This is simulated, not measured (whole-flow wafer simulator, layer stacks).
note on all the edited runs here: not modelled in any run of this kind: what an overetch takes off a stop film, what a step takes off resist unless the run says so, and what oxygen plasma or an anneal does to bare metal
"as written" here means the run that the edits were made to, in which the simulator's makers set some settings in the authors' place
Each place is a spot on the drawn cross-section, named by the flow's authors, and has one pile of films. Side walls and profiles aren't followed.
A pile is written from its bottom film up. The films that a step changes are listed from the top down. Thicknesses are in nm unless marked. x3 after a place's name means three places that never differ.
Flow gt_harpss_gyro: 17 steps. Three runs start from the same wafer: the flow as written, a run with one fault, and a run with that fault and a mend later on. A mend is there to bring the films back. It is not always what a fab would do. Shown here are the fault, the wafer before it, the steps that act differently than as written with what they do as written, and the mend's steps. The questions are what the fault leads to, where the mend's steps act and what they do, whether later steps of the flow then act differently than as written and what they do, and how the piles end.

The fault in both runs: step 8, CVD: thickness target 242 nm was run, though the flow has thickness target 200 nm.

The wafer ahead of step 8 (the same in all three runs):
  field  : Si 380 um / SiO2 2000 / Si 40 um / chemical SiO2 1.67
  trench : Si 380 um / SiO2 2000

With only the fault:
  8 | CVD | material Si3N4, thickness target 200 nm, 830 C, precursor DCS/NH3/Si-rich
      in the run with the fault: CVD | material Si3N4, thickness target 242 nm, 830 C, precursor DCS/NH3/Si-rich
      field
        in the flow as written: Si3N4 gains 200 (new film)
        in the run with the fault: Si3N4 gains 242 (new film)
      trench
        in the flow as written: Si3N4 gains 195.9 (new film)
        in the run with the fault: Si3N4 gains 236.9 (new film)
  None of the later steps of the flow acts differently than as written at any place that is followed.
  By the end, the piles at field, trench depart from the flow's by more than 2% or 0.5 nm, whichever is larger.
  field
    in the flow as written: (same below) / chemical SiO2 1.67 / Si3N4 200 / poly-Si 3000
    in the run with the fault: (same below) / chemical SiO2 1.67 / Si3N4 242 / poly-Si 3000
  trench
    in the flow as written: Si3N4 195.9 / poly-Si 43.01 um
    in the run with the fault: Si3N4 236.9 / poly-Si 43.01 um

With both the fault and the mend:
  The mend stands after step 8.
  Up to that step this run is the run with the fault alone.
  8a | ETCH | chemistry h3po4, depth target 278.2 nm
      field
        Si3N4 loses 242 (all of it)
      trench
        Si3N4 loses 236.9 (all of it)
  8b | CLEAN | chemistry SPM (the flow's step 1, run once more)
      does not change any film at any place that is followed
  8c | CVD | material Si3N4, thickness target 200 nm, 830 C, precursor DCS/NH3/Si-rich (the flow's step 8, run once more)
      field
        Si3N4 gains 200 (new film)
      trench
        Si3N4 gains 195.9 (new film)
  None of the later steps of the flow acts differently than as written at any place that is followed.
  By the end, the piles equal the flow's at every place that both follow.
